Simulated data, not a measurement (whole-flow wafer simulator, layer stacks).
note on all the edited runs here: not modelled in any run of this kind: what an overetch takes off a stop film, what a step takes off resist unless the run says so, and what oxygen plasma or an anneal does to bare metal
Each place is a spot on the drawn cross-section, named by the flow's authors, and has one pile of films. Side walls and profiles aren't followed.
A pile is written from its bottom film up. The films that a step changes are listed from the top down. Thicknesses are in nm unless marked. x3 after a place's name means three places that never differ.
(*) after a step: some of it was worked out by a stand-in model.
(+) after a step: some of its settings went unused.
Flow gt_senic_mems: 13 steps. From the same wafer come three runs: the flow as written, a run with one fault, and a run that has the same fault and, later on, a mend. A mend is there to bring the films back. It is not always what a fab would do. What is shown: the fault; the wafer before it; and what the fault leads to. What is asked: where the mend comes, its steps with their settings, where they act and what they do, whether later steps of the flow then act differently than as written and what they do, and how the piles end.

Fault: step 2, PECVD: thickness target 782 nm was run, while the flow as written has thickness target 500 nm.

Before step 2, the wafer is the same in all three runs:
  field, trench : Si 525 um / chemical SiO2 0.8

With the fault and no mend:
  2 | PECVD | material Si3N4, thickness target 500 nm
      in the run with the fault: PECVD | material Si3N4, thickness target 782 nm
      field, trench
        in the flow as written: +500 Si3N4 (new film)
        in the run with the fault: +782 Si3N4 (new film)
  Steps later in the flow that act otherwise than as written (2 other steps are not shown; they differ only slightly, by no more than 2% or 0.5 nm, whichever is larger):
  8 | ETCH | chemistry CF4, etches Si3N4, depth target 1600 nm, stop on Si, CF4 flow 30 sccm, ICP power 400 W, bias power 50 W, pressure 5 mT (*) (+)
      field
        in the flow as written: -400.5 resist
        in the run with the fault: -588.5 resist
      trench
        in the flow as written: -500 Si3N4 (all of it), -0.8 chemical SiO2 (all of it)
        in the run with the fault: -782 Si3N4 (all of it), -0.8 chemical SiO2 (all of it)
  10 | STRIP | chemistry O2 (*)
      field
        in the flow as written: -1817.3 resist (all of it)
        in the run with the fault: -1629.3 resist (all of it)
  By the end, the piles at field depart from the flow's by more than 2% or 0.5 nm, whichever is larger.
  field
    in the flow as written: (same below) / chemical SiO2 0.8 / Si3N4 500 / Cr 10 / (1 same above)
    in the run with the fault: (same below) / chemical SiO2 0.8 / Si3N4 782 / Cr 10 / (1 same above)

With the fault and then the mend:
  After step 2 comes the mend.
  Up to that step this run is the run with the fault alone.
  2a | ETCH | chemistry h3po4, depth target 282 nm
      field, trench
        -282 Si3N4
  Later steps of the flow that are run all act as written at every place that is followed.
  By the end, the piles equal the flow's at every place that both follow.
